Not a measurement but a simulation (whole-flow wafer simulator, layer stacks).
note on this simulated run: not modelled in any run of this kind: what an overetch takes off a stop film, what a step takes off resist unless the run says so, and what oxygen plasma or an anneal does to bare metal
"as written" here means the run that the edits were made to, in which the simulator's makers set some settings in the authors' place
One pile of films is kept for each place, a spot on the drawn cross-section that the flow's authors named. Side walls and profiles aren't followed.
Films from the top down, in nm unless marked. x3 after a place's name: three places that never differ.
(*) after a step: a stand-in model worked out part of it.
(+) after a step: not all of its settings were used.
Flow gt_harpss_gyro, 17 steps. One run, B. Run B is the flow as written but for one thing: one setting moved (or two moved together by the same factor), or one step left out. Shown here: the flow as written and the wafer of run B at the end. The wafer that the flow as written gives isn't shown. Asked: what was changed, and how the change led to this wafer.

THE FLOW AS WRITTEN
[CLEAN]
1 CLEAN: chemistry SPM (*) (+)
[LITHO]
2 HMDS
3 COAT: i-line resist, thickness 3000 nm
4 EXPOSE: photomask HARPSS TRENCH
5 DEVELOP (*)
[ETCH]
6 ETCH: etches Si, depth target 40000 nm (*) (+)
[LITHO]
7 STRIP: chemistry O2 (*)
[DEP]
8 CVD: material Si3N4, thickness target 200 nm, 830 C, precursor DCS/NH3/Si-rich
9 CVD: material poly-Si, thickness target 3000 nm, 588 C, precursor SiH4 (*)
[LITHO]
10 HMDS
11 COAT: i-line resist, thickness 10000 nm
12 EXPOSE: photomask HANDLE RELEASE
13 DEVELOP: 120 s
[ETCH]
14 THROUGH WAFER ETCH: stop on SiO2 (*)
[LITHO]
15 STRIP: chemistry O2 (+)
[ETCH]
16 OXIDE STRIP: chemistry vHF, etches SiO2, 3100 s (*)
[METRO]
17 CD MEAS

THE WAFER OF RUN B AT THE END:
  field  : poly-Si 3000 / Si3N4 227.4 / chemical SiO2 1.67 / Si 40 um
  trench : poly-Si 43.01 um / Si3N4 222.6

The cause: step 8, CVD: thickness target 227.4 nm was run, where the flow has thickness target 200 nm.
It can be read off the wafer: field has Si3N4 227.4, and step 8 as written asks for 200 nm.

How the change led to this, step by step:
  8 CVD: material Si3N4, thickness target 200 nm, 830 C, precursor DCS/NH3/Si-rich
      field: Si3N4 +227.4 (new film) (as written it would be: Si3N4 +200 (new film))
      trench: Si3N4 +222.6 (new film) (as written it would be: Si3N4 +195.9 (new film))
